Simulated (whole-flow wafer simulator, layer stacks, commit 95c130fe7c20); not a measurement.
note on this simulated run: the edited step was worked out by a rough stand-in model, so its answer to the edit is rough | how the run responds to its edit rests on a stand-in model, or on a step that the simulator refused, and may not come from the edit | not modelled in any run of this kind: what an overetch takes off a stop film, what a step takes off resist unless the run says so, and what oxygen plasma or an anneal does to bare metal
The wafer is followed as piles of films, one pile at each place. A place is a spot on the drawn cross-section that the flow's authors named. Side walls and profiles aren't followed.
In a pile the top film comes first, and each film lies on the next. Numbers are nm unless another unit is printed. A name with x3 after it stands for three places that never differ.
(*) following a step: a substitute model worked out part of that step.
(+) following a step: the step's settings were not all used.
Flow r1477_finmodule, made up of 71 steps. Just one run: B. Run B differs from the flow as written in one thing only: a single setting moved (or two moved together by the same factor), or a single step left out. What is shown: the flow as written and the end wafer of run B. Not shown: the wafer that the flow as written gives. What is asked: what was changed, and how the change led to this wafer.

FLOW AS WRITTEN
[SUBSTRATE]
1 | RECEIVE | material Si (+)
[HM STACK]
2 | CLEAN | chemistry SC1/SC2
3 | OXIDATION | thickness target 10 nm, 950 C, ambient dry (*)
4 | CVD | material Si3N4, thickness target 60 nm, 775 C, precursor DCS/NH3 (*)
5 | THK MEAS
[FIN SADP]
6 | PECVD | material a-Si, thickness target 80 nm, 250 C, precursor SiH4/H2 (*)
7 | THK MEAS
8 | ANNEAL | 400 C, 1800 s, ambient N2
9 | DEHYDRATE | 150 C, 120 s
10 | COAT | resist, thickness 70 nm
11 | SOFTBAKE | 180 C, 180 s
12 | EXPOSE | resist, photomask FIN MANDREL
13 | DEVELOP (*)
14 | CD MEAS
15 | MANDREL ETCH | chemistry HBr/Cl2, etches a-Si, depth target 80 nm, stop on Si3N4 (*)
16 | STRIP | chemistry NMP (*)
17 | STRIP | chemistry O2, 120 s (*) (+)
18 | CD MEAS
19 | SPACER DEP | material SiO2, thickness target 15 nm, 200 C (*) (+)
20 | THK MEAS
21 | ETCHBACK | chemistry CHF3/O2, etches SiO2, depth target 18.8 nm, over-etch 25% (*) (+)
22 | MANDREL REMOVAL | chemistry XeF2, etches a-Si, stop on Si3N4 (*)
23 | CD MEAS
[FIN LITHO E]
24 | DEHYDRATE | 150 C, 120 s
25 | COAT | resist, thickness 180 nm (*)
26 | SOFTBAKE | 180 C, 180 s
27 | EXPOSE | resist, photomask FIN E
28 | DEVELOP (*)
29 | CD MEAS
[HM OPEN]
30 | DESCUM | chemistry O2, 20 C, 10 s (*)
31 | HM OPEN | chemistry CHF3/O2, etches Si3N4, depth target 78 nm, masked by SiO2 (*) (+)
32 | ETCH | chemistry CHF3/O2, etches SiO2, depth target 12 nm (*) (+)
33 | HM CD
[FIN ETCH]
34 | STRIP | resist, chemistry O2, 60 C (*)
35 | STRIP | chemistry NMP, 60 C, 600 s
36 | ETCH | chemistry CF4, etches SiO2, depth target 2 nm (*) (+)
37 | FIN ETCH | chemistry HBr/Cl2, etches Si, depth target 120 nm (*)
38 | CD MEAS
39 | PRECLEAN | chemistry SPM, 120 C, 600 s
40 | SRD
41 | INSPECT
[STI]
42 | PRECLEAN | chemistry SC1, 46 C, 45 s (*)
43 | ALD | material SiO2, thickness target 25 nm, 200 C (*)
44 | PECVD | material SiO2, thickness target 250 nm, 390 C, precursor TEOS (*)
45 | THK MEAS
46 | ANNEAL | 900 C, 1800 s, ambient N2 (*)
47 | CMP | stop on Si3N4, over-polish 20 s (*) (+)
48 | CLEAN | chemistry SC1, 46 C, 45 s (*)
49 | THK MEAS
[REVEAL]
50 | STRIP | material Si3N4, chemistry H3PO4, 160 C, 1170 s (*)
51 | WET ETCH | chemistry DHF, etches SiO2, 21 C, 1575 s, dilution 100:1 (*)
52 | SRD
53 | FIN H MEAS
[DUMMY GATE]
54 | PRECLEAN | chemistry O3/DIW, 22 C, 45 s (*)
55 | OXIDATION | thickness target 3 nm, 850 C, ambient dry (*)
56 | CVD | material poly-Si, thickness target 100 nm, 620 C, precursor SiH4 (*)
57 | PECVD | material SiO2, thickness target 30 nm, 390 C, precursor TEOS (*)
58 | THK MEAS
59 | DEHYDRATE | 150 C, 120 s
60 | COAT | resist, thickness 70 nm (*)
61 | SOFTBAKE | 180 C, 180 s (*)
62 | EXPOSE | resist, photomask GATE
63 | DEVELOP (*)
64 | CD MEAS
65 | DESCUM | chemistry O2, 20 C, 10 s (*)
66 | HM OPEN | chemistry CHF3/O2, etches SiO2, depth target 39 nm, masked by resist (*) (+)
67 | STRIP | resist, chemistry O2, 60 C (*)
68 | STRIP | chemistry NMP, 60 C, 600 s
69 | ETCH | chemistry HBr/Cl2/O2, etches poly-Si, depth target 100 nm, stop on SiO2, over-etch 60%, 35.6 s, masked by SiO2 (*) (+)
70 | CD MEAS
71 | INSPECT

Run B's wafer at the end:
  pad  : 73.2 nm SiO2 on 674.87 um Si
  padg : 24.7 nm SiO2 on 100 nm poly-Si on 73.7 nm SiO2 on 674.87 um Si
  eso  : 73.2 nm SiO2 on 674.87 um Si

What caused this: step 44, PECVD: thickness target 143.8 nm was run, though the flow has thickness target 250 nm.

The path from the change to this, step by step:
  44 | PECVD | material SiO2, thickness target 250 nm, 390 C, precursor TEOS (*)
      pad, padg, elg and 33 more: SiO2 gains 143.8 (in the flow as written it would be: SiO2 gains 250)
  46 | ANNEAL | 900 C, 1800 s, ambient N2 (*)
      pad, padg, elg and 33 more: SiO2 loses 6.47 (in the flow as written it would be: SiO2 loses 11.2)
  47 | CMP | stop on Si3N4, over-polish 20 s (*) (+)
      pad, padg, e40sg and 11 more: nothing (in the flow as written it would be: SiO2 loses 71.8)
      eso: nothing (in the flow as written it would be: SiO2 loses 72.4)
      (as well as at 21 more places)
  60 | COAT | resist, thickness 70 nm (*)
      e40lg, e100lg, e200lg, elo, e40lo, e100lo, e200lo: resist gains 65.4 (new film) (in the flow as written it would be: resist gains 66.9 (new film))
      s40sg, s45sg, s40so, s45so: resist gains 119.4 (new film) (in the flow as written it would be: resist gains 91 (new film))
      (as well as at 9 more places)
  63 | DEVELOP (*)
      elo, e40lo, e100lo, e200lo: resist loses 65.4 (all of it) (in the flow as written it would be: resist loses 66.9 (all of it))
      s40so, s45so: resist loses 119.4 (all of it) (in the flow as written it would be: resist loses 91 (all of it))
      (as well as at 5 more places)
  67 | STRIP | resist, chemistry O2, 60 C (*)
      e40lg, e100lg, e200lg: resist loses 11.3 (all of it) (in the flow as written it would be: resist loses 12.8 (all of it))
      s40sg, s45sg: resist loses 65.3 (all of it) (in the flow as written it would be: resist loses 36.9 (all of it))
      (as well as at 10 more places)
